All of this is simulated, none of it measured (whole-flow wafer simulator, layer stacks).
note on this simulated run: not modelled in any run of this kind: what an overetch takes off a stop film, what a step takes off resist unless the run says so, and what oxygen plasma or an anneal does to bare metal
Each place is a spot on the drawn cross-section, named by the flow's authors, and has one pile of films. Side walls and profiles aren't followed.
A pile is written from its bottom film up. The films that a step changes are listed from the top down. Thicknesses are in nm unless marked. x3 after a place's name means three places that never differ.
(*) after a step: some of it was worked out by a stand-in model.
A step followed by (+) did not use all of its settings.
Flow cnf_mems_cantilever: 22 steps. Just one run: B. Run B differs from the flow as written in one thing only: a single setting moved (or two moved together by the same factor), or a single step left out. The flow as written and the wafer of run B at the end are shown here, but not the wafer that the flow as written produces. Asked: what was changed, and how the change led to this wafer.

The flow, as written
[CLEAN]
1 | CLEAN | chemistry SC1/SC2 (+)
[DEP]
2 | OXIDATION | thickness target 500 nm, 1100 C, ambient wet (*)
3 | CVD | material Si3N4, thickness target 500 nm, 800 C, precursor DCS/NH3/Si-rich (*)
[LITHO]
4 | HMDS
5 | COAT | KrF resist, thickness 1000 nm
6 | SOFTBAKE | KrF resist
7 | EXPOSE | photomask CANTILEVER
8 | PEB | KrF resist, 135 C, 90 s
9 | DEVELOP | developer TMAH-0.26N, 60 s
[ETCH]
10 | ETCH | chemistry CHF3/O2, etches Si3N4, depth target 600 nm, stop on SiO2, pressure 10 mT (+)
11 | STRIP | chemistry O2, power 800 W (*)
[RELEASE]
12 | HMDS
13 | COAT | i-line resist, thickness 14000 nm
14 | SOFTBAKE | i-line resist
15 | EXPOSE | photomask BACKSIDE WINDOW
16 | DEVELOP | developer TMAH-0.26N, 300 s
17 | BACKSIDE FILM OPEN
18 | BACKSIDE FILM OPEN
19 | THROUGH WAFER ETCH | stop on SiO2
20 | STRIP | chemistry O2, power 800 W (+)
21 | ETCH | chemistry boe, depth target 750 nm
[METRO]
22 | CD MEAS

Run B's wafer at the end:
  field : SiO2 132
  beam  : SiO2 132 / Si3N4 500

What caused this: step 21, ETCH: depth target 368 nm was run, while the flow as written has depth target 750 nm.

How this came from the change, step by step:
  21 | ETCH | chemistry boe, depth target 750 nm
      field: SiO2 loses 368 (it would be, as written: SiO2 loses 500 (all of it))
      beam: under 1 film: SiO2 loses 368 (it would be, as written: under 1 film: SiO2 loses 500 (all of it))
